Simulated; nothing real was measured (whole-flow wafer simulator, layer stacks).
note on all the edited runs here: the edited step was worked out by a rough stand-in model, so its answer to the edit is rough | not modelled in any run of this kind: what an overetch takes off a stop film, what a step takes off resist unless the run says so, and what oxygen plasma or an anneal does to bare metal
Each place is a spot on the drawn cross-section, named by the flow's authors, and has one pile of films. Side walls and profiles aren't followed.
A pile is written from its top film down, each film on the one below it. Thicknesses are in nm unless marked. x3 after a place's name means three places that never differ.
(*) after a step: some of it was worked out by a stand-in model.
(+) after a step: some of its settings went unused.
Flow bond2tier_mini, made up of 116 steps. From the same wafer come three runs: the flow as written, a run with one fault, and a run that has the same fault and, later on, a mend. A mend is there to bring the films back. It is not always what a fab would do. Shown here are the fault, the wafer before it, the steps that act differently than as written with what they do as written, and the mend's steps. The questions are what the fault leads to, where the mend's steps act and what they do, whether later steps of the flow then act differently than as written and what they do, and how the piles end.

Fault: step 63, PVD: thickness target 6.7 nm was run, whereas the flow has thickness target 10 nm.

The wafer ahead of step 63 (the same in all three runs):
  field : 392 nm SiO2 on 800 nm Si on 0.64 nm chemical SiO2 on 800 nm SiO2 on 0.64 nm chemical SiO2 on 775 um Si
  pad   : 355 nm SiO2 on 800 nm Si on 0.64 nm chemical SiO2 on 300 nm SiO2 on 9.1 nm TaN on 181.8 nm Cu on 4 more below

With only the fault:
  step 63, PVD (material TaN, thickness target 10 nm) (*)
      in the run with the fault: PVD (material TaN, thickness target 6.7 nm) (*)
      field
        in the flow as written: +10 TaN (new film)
        in the run with the fault: +6.7 TaN (new film)
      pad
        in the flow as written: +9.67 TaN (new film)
        in the run with the fault: +6.48 TaN (new film)
  Steps further on in the flow that do not act as written (1 other step is not shown; it differs only slightly, by no more than 2% or 0.5 nm, whichever is larger):
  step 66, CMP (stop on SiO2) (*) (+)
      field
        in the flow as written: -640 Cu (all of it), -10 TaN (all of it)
        in the run with the fault: -640 Cu (all of it), -6.7 TaN (all of it)
  By the end, the piles at pad depart from the flow's by more than 2% or 0.5 nm, whichever is larger.
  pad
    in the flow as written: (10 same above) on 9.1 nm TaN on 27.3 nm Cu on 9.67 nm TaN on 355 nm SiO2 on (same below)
    in the run with the fault: (10 same above) on 9.1 nm TaN on 30.5 nm Cu on 6.48 nm TaN on 355 nm SiO2 on (same below)

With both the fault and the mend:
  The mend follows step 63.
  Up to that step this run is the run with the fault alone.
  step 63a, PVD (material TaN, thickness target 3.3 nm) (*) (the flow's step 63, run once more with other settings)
      field
        +3.3 TaN
      pad
        +3.19 TaN
  Every later step of the flow that is run acts as written at every place that is followed.
  At every place that both follow, the piles at the end match the flow's.
